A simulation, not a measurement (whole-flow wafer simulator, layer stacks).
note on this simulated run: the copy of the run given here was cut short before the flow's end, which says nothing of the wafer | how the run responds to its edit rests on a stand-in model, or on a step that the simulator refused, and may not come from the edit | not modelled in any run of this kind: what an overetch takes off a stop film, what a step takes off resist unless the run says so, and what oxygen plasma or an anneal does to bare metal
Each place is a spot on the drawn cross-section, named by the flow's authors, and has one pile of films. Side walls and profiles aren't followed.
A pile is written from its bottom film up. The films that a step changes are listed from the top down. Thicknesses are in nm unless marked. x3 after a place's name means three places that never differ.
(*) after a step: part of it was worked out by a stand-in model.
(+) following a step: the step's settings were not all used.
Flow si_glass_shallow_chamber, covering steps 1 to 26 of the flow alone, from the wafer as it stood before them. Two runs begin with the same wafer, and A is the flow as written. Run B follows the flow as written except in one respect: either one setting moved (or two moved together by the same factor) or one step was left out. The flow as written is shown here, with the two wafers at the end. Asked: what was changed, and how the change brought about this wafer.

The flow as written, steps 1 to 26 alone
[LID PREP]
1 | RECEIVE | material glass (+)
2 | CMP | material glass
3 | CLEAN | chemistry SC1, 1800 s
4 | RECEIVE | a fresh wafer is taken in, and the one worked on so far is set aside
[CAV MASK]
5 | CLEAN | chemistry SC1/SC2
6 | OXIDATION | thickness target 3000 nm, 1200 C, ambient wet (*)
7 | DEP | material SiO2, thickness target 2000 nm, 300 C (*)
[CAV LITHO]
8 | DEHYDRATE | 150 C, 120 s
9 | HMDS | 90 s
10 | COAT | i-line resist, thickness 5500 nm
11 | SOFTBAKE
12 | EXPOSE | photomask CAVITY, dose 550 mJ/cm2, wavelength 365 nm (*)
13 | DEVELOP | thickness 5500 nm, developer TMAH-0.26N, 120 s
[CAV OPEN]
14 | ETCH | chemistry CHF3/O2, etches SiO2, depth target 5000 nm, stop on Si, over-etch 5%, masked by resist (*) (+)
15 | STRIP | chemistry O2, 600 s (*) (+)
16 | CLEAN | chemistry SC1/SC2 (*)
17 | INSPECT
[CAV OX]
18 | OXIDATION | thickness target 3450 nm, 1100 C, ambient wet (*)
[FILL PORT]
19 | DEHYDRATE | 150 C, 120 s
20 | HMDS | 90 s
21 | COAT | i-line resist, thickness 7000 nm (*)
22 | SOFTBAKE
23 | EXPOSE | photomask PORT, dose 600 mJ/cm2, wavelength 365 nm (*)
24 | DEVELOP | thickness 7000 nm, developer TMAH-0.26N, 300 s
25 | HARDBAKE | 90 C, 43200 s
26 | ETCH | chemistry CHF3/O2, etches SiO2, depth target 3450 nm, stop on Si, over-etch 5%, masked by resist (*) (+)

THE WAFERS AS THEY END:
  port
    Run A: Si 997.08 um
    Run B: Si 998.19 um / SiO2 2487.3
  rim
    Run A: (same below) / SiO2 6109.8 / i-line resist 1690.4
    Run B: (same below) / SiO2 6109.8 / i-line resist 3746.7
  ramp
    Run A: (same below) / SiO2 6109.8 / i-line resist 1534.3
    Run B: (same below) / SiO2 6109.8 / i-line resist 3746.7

The reason: step 14, ETCH: chemistry CHF3/O2, etches SiO2, depth target 5000 nm, stop on Si, over-etch 5%, masked by resist (*) (+), was omitted.

How this came from the change, step by step:
  15 | STRIP | chemistry O2, 600 s (*) (+)
      cav, port: A +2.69 chemical SiO2 (new film), -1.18 Si | B nothing
      rim, ramp, septum, ring: A -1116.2 i-line resist (all of it) | B -5491.2 i-line resist (all of it)
  18 | OXIDATION | thickness target 3450 nm, 1100 C, ambient wet (*)
      cav, port: A +3450 SiO2 (new film), -2.69 chemical SiO2 (all of it), -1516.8 Si | B +1109.8 SiO2, -488.3 Si
  21 | COAT | i-line resist, thickness 7000 nm (*)
      rim: A +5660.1 i-line resist (new film) | B +7000 i-line resist (new film)
      ramp: A +5087.8 i-line resist (new film) | B +7000 i-line resist (new film)
      (as well as at 2 more places)
  22 | SOFTBAKE
      rim: A -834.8 i-line resist | B nothing
      ramp: A -425.6 i-line resist | B nothing
      (as well as at 4 more places)
  24 | DEVELOP | thickness 7000 nm, developer TMAH-0.26N, 300 s
      port: A -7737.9 i-line resist (all of it) | B -7000 i-line resist (all of it)
  25 | HARDBAKE | 90 C, 43200 s
      rim: A -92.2 i-line resist | B -210.5 i-line resist
      ramp: A -85 i-line resist | B -210.5 i-line resist
      (as well as at 1 more place)
  26 | ETCH | chemistry CHF3/O2, etches SiO2, depth target 3450 nm, stop on Si, over-etch 5%, masked by resist (*) (+)
      port: A -3450 SiO2 (all of it), -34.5 Si | B -3622.5 SiO2
